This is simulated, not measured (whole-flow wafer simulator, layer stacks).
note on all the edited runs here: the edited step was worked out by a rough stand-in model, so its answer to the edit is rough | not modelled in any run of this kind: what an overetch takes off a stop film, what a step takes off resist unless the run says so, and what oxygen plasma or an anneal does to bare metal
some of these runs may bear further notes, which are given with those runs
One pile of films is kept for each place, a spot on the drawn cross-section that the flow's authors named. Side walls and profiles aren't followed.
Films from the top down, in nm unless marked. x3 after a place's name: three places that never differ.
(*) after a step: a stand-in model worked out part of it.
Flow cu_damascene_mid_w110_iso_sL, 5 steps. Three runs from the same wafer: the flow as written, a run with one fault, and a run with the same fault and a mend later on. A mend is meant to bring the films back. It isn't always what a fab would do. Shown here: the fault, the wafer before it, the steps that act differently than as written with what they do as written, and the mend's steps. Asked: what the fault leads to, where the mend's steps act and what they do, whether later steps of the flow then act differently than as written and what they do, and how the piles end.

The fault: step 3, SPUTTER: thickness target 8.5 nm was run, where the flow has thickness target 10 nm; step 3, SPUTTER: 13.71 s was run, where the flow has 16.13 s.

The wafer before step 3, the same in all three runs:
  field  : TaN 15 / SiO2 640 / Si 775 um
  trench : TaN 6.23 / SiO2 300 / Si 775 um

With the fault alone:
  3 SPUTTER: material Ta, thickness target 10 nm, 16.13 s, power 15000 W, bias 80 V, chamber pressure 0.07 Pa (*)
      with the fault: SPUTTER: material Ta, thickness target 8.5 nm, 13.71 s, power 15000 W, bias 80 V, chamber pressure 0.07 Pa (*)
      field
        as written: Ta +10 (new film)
        with the fault: Ta +8.5 (new film)
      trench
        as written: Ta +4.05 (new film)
        with the fault: Ta +3.44 (new film)
  No later step of the flow acts differently than as written, at any place that is followed, by more than 2% or 0.5 nm, whichever is larger.
  At the end the piles differ from the flow's by more than 2% or 0.5 nm, whichever is larger, at field, trench.
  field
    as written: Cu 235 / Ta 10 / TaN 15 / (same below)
    with the fault: Cu 235 / Ta 8.5 / TaN 15 / (same below)
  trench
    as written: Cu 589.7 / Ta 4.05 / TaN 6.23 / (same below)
    with the fault: Cu 588.8 / Ta 3.44 / TaN 6.23 / (same below)

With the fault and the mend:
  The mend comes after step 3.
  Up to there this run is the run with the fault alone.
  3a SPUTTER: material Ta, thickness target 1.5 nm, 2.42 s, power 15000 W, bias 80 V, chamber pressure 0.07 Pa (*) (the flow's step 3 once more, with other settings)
      field
        Ta +1.5
      trench
        Ta +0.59
  No later step of the flow acts differently than as written at any place that is followed.
  At the end the piles differ from the flow's only slightly at the places that both follow, by at most 2% or 0.5 nm, whichever is larger.
